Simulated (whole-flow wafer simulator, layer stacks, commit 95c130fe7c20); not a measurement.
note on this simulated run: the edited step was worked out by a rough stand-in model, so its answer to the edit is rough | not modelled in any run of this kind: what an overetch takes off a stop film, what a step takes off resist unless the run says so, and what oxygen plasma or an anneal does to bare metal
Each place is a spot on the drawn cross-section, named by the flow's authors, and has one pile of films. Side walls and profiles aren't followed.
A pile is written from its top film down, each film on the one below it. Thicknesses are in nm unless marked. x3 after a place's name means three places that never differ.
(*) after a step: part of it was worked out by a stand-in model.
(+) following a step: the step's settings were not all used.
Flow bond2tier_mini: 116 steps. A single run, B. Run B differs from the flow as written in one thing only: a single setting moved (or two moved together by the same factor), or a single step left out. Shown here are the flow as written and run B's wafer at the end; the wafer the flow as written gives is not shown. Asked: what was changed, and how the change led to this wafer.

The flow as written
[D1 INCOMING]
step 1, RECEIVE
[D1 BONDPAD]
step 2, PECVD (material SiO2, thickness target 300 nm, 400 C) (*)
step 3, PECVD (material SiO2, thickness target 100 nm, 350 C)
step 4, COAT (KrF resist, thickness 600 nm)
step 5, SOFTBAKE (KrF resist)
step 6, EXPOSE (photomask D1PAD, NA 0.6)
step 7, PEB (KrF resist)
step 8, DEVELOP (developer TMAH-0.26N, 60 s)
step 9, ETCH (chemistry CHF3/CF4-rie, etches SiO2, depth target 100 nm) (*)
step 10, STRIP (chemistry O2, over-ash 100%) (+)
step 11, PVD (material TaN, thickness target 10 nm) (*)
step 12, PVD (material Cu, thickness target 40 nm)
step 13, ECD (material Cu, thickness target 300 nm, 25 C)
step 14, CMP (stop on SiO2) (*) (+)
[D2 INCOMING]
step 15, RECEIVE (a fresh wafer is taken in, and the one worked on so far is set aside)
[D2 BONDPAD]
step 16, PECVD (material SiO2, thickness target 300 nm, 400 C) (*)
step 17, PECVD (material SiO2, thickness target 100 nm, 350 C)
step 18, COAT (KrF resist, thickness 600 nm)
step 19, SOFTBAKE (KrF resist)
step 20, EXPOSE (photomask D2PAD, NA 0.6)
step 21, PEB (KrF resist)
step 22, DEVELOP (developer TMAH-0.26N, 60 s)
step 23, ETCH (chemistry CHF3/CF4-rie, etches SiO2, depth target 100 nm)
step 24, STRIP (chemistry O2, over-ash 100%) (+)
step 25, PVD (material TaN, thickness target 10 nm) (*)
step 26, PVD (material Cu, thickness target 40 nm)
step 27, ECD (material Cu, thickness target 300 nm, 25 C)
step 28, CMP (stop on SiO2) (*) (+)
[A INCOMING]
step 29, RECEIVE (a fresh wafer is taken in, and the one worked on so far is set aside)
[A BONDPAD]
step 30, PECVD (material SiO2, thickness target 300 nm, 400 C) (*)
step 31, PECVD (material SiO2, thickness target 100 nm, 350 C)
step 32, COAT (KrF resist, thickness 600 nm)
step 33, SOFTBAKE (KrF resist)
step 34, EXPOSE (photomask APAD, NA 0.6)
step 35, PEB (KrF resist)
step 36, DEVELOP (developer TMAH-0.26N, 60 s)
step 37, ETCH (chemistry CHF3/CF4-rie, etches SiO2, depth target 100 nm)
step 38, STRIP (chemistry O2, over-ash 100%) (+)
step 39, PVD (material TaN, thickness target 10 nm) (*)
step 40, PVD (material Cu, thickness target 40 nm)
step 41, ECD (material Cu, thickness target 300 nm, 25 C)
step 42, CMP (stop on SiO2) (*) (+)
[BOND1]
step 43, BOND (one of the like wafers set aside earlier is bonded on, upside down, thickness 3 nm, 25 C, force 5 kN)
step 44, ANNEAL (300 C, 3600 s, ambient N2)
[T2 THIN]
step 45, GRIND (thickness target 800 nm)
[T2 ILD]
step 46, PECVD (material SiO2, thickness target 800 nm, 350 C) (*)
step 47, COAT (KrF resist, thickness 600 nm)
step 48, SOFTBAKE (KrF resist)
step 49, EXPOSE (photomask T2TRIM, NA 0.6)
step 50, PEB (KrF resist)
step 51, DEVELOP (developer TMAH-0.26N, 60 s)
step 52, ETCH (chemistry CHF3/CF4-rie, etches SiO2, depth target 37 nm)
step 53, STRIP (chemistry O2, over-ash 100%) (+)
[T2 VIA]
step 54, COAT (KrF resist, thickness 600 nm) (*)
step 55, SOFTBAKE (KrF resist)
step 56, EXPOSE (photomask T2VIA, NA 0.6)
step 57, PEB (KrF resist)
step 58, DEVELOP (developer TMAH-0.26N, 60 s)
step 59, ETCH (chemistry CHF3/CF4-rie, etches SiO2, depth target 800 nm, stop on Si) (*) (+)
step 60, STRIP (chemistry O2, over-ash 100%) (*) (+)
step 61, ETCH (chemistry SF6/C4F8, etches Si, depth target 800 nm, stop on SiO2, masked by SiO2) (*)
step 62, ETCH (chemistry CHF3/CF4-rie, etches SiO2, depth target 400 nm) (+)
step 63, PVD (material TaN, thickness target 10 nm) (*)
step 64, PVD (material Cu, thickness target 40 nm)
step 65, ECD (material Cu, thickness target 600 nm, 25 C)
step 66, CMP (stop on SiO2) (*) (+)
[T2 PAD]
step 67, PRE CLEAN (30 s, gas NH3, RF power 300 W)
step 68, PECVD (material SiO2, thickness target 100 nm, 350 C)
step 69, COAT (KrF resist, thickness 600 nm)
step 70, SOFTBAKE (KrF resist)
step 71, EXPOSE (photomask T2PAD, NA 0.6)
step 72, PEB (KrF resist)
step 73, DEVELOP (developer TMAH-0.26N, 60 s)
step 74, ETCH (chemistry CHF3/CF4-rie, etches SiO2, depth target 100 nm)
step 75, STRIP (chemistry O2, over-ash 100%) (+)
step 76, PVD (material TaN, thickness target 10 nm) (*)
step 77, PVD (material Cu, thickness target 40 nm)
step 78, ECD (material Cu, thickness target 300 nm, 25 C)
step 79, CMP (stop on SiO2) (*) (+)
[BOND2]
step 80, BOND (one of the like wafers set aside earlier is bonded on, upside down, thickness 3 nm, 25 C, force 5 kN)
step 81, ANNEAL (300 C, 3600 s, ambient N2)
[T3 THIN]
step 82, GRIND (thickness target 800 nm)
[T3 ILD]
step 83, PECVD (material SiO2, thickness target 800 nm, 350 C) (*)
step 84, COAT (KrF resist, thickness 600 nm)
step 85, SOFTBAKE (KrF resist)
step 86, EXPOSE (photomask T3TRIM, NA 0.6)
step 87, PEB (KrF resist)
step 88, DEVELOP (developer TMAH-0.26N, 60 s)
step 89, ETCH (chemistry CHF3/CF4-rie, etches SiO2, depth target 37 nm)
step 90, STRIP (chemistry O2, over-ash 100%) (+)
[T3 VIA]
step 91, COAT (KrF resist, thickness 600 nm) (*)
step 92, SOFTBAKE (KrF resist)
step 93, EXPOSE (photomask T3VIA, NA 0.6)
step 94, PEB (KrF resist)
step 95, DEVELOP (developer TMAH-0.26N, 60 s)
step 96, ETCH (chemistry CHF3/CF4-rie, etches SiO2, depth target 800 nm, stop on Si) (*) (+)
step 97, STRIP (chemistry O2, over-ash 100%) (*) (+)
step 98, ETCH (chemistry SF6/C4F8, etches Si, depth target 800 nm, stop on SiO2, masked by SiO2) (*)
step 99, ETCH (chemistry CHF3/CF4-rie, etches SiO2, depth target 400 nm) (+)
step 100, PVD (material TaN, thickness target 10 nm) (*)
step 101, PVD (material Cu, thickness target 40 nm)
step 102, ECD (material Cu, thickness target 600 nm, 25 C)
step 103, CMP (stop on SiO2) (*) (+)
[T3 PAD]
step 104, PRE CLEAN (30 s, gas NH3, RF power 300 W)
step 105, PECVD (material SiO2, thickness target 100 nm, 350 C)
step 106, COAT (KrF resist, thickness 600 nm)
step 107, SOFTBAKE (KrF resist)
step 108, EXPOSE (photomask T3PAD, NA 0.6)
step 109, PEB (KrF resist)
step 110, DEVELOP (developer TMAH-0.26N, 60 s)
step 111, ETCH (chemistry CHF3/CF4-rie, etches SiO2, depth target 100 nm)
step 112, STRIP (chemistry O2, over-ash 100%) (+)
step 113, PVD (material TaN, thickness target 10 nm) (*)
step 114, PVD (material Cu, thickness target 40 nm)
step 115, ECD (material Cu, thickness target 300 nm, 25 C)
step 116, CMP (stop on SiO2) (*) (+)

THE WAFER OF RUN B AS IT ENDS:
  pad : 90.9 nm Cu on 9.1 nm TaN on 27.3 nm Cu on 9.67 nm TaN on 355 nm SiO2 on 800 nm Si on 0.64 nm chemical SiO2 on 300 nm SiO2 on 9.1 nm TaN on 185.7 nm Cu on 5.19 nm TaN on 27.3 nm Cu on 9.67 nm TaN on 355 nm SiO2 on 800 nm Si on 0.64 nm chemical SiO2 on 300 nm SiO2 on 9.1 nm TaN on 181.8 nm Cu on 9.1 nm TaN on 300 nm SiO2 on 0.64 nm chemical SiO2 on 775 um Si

Cause: step 76, PVD: thickness target 5.7 nm was run, whereas the flow has thickness target 10 nm.

How this came from the change, step by step:
  step 76, PVD (material TaN, thickness target 10 nm) (*)
      field: +5.7 TaN (new film) (as written it would have been: +10 TaN (new film))
      pad: +5.19 TaN (new film) (as written it would have been: +9.1 TaN (new film))
  step 79, CMP (stop on SiO2) (*) (+)
      field: -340 Cu (all of it), -5.7 TaN (all of it) (as written it would have been: -340 Cu (all of it), -10 TaN (all of it))
